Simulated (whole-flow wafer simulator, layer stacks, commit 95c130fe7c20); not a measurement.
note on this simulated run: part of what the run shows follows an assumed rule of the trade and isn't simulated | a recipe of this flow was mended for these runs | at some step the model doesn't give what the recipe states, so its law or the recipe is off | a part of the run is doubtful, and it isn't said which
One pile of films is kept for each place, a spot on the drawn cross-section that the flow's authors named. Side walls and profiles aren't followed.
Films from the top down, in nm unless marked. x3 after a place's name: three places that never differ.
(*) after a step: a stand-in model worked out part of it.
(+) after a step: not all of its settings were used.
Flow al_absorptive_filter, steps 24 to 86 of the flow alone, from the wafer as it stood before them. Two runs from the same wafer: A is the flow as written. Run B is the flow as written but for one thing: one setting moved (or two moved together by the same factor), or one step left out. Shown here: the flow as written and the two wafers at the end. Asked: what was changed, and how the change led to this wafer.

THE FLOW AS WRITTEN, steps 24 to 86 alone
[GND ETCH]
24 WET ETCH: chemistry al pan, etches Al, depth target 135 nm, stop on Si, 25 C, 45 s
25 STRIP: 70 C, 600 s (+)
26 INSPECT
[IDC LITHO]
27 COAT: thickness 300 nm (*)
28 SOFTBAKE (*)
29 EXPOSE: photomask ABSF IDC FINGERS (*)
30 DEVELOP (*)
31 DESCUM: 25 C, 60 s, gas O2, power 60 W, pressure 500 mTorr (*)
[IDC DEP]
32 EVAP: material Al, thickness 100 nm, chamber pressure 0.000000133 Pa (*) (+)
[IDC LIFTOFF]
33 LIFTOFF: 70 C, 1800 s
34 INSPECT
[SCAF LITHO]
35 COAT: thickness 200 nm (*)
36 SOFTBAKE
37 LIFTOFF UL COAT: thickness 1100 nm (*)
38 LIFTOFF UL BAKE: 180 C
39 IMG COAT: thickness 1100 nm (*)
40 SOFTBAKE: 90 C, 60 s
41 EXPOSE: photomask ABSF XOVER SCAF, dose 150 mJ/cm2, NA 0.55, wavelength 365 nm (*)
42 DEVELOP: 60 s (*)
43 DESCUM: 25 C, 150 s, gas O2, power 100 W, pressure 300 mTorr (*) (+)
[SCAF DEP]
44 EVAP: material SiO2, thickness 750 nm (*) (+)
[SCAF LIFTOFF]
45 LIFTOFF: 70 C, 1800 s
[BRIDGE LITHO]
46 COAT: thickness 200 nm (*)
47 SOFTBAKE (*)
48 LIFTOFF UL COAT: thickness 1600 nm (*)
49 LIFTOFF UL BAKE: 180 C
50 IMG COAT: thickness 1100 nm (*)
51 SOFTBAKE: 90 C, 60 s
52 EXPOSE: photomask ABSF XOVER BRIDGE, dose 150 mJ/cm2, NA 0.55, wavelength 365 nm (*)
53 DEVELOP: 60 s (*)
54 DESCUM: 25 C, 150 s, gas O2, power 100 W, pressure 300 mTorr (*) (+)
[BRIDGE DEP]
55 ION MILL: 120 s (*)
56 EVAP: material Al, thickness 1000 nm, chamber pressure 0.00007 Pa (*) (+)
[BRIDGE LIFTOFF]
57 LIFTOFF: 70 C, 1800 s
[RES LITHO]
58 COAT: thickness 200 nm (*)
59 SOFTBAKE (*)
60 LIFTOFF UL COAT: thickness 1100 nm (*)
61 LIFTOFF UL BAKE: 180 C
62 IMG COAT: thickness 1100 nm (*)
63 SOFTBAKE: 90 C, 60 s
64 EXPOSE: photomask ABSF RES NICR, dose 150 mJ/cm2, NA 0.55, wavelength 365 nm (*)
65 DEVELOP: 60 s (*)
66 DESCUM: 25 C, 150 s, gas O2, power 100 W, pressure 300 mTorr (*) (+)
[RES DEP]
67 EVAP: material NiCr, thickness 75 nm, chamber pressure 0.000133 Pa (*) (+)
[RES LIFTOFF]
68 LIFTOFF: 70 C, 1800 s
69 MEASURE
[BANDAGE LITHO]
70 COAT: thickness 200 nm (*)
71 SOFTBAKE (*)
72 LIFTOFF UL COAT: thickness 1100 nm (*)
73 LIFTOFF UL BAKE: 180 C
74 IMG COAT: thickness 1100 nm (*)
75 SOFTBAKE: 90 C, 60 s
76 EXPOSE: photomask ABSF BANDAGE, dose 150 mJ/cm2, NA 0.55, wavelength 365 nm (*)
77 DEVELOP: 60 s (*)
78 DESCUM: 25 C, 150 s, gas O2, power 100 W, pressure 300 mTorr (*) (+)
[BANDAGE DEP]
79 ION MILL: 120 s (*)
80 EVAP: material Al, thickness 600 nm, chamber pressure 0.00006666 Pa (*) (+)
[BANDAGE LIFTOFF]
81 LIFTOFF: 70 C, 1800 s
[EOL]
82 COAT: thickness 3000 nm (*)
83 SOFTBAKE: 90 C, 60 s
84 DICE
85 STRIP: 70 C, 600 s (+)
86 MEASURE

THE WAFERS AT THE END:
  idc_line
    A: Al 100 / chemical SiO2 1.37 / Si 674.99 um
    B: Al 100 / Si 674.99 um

The cause: step 25, STRIP: 70 C, 600 s (+), was left out.

How the change led to this, step by step:
  27 COAT: thickness 300 nm (*)
      pad_far: A e-beam-resist +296 (new film) | B e-beam-resist +288.3 (new film)
      pad_near: A e-beam-resist +288.3 (new film) | B e-beam-resist +253.8 (new film)
      (and at 4 more places)
  31 DESCUM: 25 C, 60 s, gas O2, power 60 W, pressure 500 mTorr (*)
      idc_line: A chemical SiO2 +1.37 (new film), Si -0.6 | B nothing
  33 LIFTOFF: 70 C, 1800 s
      xa_field, xa_margin, xa_strip, xl_land: A Al -100 (all of it), e-beam-resist -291 (all of it) | B Al -100 (all of it), e-beam-resist -291 (all of it), i-line-resist -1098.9 (all of it)
      gnd: A Al -100 (all of it), e-beam-resist -291 (all of it) | B Al -100 (all of it), e-beam-resist -291 (all of it), i-line-resist -1100.5 (all of it)
      (and at 6 more places)
